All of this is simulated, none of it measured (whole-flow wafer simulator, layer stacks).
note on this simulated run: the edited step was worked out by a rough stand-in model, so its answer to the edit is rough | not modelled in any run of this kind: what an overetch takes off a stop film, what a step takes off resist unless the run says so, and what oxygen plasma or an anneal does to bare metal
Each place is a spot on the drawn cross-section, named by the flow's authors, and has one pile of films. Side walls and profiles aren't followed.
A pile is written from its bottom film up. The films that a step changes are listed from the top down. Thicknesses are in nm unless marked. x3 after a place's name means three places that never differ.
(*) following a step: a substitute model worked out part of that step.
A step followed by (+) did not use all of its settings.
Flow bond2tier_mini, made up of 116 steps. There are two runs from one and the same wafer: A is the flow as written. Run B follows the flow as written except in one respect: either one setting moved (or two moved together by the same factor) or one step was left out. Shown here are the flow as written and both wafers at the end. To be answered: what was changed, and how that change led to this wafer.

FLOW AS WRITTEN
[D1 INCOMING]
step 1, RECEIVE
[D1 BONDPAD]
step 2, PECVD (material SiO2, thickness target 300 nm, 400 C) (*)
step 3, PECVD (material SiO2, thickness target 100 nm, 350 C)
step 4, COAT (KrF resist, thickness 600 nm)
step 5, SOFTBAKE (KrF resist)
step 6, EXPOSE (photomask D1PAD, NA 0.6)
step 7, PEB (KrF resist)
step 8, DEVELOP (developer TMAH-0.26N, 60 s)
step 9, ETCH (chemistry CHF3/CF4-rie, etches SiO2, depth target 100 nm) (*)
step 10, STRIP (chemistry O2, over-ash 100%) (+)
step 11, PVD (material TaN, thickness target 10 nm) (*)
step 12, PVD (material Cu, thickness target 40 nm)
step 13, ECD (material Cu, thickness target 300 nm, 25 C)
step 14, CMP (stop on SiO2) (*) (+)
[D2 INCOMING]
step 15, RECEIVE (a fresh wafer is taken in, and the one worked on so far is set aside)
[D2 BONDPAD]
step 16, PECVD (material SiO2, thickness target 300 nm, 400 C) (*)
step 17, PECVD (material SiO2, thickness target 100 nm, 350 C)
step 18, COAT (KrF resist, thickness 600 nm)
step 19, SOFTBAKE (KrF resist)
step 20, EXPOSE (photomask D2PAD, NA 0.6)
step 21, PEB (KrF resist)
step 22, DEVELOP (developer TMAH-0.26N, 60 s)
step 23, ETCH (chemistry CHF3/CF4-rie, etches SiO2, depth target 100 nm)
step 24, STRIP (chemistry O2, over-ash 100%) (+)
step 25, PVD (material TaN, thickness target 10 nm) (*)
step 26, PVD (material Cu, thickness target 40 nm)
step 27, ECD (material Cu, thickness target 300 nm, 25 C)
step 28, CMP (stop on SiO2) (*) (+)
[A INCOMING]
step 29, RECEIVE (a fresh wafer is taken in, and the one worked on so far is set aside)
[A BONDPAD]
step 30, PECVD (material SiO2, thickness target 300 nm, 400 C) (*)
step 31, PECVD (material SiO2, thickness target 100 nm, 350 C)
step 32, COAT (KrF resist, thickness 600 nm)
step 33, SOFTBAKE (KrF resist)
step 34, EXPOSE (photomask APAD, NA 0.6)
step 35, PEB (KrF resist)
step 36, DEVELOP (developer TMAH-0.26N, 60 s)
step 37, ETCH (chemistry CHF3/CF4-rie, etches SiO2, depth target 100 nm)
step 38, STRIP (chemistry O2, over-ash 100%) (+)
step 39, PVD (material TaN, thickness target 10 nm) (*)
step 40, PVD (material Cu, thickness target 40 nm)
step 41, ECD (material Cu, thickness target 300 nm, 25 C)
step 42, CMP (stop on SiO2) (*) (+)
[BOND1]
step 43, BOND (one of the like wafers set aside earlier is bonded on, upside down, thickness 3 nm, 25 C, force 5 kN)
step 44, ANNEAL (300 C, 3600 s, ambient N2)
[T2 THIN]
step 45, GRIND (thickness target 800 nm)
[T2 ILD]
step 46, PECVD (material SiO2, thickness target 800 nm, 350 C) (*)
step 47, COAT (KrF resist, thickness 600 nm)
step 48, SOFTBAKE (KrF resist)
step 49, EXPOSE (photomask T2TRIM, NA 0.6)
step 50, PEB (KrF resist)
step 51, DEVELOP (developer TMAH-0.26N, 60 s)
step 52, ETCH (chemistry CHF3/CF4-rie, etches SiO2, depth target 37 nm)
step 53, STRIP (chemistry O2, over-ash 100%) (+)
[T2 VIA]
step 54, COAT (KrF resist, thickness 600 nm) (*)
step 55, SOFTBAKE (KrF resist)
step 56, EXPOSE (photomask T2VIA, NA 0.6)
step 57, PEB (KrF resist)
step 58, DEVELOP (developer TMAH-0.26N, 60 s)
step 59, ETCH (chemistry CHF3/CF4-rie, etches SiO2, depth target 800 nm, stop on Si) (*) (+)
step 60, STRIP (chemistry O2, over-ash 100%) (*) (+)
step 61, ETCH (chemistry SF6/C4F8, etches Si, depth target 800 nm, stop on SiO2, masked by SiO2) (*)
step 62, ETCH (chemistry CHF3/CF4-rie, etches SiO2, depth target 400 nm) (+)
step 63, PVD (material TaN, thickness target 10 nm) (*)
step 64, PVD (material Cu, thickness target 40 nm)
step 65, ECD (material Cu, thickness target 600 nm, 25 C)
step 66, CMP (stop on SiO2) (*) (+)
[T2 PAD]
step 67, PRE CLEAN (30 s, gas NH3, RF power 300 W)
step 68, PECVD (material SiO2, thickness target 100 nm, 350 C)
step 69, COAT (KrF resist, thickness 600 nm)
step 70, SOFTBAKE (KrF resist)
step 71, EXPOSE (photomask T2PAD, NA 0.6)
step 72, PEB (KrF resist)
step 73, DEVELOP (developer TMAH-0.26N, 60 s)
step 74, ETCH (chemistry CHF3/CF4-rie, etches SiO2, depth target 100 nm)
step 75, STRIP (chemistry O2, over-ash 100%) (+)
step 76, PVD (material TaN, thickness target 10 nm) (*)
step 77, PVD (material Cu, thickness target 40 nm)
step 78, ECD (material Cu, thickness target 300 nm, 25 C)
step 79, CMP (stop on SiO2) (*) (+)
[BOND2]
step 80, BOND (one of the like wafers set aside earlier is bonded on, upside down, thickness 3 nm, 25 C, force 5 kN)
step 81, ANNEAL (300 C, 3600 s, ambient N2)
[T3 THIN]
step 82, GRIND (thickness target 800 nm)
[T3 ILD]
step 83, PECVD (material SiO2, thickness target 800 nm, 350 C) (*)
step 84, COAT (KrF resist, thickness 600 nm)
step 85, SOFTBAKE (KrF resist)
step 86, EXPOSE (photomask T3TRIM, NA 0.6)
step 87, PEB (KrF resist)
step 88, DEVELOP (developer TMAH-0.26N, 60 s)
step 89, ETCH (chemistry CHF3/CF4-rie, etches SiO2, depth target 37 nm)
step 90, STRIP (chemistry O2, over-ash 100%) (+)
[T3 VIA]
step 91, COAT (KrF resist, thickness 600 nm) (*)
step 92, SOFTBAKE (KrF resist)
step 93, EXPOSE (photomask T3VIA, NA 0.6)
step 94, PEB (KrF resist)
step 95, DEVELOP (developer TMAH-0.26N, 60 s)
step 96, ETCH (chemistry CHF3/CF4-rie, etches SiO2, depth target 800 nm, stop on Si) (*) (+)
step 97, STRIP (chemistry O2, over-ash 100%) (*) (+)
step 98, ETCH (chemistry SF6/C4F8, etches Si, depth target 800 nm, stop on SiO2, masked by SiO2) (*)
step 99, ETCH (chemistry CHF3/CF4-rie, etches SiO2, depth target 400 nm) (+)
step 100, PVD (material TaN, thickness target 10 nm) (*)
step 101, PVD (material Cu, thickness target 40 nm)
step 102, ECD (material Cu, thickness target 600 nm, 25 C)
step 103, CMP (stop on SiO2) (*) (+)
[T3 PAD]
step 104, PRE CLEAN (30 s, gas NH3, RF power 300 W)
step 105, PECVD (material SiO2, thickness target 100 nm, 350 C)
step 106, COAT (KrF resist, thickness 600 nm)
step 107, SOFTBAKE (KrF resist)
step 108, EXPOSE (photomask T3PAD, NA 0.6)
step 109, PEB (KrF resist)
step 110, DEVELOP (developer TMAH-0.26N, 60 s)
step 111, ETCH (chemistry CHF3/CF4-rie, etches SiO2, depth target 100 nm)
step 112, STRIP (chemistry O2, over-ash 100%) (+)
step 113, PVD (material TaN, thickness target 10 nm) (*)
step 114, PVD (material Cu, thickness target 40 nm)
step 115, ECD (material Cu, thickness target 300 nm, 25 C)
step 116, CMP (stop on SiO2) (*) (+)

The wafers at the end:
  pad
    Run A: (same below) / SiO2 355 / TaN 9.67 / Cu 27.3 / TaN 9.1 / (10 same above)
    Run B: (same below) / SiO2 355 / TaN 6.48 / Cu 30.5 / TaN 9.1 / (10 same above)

What caused this: step 63, PVD: thickness target 6.7 nm was run, though the flow has thickness target 10 nm.

Step by step, how the change led to this:
  step 63, PVD (material TaN, thickness target 10 nm) (*)
      field: A +10 TaN (new film) | B +6.7 TaN (new film)
      pad: A +9.67 TaN (new film) | B +6.48 TaN (new film)
  step 66, CMP (stop on SiO2) (*) (+)
      field: A -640 Cu (all of it), -10 TaN (all of it) | B -640 Cu (all of it), -6.7 TaN (all of it)
